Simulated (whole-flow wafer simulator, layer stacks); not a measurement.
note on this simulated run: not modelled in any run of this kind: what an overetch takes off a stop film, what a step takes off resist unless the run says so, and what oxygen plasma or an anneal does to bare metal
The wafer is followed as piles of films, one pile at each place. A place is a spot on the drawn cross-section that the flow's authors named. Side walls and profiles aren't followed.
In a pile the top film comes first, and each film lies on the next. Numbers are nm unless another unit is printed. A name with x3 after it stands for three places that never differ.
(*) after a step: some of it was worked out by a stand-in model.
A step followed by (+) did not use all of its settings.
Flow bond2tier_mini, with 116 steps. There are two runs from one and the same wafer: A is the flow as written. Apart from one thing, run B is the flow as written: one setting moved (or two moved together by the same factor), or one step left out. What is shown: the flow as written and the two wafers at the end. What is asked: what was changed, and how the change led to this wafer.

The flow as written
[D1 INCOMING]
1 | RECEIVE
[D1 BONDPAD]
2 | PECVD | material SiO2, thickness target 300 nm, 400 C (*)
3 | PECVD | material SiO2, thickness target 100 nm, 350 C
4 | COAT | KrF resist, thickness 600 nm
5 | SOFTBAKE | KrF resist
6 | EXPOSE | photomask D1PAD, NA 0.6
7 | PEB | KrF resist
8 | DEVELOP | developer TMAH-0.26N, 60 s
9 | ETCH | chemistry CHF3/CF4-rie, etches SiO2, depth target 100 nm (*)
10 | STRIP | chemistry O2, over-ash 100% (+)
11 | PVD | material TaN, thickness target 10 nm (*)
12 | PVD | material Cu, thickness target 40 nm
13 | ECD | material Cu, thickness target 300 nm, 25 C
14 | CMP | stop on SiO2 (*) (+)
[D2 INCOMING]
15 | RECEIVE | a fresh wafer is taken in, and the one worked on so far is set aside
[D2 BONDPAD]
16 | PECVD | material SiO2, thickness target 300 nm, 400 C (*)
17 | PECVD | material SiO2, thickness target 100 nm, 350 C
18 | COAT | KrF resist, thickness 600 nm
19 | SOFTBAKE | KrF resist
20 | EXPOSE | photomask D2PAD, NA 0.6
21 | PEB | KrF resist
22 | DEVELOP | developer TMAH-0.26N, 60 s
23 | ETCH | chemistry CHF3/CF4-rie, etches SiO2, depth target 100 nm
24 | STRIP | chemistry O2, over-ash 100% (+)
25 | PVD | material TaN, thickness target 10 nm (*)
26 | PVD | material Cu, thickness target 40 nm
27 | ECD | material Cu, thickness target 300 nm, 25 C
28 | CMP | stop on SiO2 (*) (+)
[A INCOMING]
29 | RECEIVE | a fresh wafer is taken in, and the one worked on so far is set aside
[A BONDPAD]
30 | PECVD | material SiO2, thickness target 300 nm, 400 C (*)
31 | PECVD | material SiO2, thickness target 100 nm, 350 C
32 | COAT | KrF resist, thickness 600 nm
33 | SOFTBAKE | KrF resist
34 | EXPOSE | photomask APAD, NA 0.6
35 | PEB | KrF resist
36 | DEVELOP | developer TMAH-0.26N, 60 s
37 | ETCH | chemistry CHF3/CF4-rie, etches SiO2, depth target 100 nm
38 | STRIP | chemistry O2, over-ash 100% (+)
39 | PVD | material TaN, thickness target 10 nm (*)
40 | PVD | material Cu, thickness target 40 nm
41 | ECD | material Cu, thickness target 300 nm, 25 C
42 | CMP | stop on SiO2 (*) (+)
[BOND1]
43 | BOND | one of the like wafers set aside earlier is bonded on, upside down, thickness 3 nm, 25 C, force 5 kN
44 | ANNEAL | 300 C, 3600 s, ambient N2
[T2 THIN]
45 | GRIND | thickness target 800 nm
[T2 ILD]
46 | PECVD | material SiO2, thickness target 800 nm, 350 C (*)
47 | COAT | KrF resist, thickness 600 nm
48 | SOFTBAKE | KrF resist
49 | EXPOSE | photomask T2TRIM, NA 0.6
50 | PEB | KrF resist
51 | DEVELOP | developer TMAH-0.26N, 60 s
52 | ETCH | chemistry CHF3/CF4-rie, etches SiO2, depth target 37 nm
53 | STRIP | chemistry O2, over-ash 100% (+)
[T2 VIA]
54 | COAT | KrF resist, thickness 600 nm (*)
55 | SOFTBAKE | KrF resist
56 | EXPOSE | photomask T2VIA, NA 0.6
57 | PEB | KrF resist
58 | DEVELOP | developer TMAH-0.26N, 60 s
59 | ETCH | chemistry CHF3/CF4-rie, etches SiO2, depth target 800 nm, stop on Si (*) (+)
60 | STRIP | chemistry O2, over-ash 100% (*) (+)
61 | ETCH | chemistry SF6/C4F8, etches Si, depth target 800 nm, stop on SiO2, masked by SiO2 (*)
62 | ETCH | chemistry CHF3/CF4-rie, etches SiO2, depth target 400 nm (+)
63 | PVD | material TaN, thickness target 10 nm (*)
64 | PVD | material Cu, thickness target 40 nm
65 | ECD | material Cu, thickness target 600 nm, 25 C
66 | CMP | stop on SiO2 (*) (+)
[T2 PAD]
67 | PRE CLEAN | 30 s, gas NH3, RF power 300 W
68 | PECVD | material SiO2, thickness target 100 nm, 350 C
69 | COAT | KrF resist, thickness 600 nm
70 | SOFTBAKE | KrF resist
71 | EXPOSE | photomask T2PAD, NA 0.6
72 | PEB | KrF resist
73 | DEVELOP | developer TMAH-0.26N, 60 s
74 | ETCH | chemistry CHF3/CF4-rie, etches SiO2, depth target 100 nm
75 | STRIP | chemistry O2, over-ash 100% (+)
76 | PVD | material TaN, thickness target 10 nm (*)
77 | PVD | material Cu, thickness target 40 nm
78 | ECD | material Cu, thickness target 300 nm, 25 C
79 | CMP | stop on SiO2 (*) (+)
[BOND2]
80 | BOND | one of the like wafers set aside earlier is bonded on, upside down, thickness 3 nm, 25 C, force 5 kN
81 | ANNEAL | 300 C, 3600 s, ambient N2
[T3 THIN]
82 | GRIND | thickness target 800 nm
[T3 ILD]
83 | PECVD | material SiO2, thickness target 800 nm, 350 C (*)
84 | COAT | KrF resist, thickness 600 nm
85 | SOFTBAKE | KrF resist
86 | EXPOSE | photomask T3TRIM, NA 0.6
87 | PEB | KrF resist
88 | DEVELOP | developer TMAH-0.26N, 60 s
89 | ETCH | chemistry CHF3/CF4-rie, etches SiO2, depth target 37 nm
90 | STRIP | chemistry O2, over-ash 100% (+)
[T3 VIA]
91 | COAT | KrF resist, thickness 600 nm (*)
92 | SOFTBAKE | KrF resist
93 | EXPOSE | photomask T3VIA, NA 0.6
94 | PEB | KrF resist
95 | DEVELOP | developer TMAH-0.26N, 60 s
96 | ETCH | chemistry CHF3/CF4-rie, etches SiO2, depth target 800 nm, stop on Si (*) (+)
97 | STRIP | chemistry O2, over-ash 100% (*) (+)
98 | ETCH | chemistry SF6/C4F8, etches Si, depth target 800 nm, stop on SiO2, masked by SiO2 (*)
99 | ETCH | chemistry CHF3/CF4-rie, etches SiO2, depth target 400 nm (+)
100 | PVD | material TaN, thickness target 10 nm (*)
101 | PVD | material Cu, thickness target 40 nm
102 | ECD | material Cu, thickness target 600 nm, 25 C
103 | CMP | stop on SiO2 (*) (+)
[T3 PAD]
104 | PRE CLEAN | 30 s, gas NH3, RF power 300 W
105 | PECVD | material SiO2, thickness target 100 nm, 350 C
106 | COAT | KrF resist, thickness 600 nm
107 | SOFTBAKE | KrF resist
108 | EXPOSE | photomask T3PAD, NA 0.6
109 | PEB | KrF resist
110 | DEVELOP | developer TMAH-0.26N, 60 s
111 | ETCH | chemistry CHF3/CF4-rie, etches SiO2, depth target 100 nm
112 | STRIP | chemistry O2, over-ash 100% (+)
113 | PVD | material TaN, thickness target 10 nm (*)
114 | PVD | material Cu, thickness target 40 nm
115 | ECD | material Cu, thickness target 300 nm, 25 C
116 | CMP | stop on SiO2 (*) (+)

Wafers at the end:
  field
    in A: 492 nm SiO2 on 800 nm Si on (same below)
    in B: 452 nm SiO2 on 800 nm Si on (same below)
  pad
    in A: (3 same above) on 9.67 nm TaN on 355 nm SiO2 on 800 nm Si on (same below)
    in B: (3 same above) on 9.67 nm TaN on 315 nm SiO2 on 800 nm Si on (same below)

What caused this: step 99, ETCH: depth target 440 nm was run, though the flow has depth target 400 nm; step 101, PVD: thickness target 44 nm was run, where the flow has thickness target 40 nm.

How this came from the change, step by step:
  99 | ETCH | chemistry CHF3/CF4-rie, etches SiO2, depth target 400 nm (+)
      field, pad: A -400 SiO2 | B -440 SiO2
  101 | PVD | material Cu, thickness target 40 nm
      field: A +40 Cu (new film) | B +44 Cu (new film)
      pad: A +38.7 Cu (new film) | B +42.5 Cu (new film)
